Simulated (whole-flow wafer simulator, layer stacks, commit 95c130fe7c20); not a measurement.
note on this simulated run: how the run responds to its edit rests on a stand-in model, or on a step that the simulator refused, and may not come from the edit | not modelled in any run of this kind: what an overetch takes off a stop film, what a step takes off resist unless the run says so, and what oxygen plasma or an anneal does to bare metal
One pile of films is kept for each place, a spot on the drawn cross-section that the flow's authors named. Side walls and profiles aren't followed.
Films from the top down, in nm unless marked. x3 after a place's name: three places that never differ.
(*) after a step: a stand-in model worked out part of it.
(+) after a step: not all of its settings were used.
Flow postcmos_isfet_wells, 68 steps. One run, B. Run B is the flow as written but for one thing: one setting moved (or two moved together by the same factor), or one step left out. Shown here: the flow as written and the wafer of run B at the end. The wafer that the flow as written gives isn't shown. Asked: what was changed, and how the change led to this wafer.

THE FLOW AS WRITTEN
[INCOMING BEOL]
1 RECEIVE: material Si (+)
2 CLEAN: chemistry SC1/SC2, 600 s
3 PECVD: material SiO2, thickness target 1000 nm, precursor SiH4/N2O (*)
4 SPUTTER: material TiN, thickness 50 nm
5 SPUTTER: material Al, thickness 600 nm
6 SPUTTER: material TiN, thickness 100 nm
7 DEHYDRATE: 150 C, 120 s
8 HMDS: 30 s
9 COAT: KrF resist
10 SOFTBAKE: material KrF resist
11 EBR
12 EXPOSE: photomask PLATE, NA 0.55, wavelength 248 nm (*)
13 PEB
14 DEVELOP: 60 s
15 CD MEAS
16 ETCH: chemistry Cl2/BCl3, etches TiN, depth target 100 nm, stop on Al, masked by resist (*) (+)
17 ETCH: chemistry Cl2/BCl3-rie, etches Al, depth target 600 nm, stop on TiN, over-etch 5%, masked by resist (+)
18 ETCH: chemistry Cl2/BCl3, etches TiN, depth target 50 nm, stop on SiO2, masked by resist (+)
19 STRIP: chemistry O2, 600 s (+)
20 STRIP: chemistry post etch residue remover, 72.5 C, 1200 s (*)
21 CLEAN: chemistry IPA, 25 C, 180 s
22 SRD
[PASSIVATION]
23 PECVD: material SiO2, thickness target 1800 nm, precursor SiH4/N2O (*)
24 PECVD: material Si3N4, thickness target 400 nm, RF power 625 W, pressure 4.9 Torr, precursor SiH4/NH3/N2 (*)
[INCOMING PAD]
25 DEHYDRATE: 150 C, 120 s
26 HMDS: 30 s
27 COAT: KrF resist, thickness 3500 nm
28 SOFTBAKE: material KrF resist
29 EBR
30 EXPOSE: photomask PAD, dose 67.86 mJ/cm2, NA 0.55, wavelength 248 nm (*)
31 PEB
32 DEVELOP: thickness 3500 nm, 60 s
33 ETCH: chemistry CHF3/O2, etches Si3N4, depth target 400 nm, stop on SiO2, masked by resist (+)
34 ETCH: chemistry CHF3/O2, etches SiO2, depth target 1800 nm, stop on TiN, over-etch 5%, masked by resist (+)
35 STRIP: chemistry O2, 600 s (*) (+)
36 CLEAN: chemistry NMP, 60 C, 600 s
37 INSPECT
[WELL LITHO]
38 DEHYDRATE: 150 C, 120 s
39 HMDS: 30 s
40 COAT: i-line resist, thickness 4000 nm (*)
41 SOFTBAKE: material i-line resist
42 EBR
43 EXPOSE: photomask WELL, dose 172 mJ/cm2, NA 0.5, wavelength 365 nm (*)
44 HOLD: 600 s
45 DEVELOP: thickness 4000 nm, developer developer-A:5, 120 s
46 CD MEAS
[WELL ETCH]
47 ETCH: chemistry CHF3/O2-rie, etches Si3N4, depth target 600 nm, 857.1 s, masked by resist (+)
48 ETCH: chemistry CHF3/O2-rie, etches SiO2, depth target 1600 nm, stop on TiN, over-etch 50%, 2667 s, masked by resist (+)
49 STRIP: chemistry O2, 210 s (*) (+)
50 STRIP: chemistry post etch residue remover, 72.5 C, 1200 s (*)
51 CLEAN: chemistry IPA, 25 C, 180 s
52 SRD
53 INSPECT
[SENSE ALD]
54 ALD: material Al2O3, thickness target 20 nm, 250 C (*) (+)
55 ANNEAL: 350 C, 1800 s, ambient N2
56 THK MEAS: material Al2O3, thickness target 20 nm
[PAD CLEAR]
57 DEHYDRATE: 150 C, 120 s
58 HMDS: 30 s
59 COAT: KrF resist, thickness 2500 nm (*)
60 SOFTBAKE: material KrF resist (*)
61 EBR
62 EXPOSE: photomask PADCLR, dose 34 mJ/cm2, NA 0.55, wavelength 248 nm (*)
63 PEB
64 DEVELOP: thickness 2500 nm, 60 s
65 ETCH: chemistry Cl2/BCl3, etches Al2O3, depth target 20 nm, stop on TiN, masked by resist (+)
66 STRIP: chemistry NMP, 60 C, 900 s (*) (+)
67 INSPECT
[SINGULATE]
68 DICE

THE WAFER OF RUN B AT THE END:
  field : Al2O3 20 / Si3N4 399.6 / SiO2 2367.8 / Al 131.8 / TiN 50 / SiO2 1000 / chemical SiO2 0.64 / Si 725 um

The cause: step 17, ETCH: depth target 412.5 nm was run, where the flow has depth target 600 nm.

How the change led to this, step by step:
  17 ETCH: chemistry Cl2/BCl3-rie, etches Al, depth target 600 nm, stop on TiN, over-etch 5%, masked by resist (+)
      field: Al -412.5 (as written it would be: Al -600 (all of it))
      margin, well900, well1300, well2000, well3000, pad_rim, pad_clr, pad_open: KrF resist -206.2 (as written it would be: KrF resist -300)
  18 ETCH: chemistry Cl2/BCl3, etches TiN, depth target 50 nm, stop on SiO2, masked by resist (+)
      field: Al -50 (as written it would be: TiN -50 (all of it))
  19 STRIP: chemistry O2, 600 s (+)
      margin, well900, well1300, well2000, well3000, pad_rim, pad_clr, pad_open: KrF resist -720 (all of it) (as written it would be: KrF resist -626.3 (all of it))
  20 STRIP: chemistry post etch residue remover, 72.5 C, 1200 s (*)
      field: Al -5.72 (as written it would be: nothing)
  23 PECVD: material SiO2, thickness target 1800 nm, precursor SiH4/N2O (*)
      field: SiO2 +2367.8 (new film) (as written it would be: SiO2 +1800 (new film), void +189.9 (new film), SiO2 +559.7)
Counting metal films that touch as one body, field has 1 body; the flow as written gives 0 bodies.
